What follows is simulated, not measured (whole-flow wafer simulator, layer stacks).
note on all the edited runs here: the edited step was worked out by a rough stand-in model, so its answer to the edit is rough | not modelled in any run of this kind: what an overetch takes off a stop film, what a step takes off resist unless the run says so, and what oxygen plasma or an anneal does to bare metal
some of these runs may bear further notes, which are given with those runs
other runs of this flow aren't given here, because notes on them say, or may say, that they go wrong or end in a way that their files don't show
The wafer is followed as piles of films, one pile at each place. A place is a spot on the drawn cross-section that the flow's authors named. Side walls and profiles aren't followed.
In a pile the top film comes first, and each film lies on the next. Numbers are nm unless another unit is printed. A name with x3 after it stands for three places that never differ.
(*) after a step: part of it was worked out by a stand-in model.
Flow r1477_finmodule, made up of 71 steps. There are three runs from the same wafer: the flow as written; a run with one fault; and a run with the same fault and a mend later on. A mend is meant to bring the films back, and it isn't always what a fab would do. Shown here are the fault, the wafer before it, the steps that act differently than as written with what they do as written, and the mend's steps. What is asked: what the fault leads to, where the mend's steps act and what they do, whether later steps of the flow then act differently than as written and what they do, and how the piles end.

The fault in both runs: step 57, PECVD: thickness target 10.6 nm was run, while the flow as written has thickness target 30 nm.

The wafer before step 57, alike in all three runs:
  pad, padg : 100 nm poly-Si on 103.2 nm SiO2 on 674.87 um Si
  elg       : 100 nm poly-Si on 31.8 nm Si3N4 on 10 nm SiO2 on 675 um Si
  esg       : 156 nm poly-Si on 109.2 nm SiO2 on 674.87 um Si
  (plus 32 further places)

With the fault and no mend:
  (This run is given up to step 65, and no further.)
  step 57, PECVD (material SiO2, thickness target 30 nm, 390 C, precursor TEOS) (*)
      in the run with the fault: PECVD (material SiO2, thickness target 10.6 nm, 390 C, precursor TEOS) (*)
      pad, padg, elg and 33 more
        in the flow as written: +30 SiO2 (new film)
        in the run with the fault: +10.6 SiO2 (new film)
  None of the later steps of the flow up to step 65 differs from how it acts as written, at any place that is followed, by more than 2% or 0.5 nm, whichever is larger.
  Once step 65 is done, the piles at pad, padg, elg and 33 more depart from the flow's by more than 2% or 0.5 nm, whichever is larger.
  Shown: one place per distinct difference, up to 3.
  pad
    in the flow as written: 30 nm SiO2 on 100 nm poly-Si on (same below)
    in the run with the fault: 10.6 nm SiO2 on 100 nm poly-Si on (same below)
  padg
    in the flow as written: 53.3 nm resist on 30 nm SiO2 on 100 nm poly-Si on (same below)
    in the run with the fault: 53.3 nm resist on 10.6 nm SiO2 on 100 nm poly-Si on (same below)
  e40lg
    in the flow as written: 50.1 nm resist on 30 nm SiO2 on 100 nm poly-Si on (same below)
    in the run with the fault: 50.1 nm resist on 10.6 nm SiO2 on 100 nm poly-Si on (same below)

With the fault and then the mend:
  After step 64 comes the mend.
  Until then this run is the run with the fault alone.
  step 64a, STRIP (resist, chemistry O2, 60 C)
      padg, elg, esg
        -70 resist (all of it)
      e40lg, e100lg, e200lg
        -66.9 resist (all of it)
      s40sg, s45sg
        -91 resist (all of it)
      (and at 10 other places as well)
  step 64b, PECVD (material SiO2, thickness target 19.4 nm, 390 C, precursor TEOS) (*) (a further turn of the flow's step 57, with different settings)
      pad, padg, elg and 33 more
        +19.4 SiO2
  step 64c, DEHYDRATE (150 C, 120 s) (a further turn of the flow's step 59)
      leaves every film unchanged at each place that is followed
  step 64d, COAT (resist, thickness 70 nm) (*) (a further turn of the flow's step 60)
      e40lg, e100lg, e200lg, elo, e40lo, e100lo, e200lo
        +66.9 resist (new film)
      pad, padg, elg, esg
        +70 resist (new film)
      s40sg, s45sg, s40so, s45so
        +91 resist (new film)
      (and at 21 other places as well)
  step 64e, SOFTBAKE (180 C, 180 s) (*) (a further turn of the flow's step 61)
      leaves every film unchanged at each place that is followed
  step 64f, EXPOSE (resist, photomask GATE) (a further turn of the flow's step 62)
      leaves every film unchanged at each place that is followed
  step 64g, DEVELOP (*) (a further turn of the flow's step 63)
      elo, e40lo, e100lo, e200lo
        -66.9 resist (all of it)
      eso, e40so
        -129.5 resist (all of it)
      s40so, s45so
        -91 resist (all of it)
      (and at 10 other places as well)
  None of the later steps of the flow acts differently than as written at any place that is followed.
  At every place that both follow, the piles at the end match the flow's.
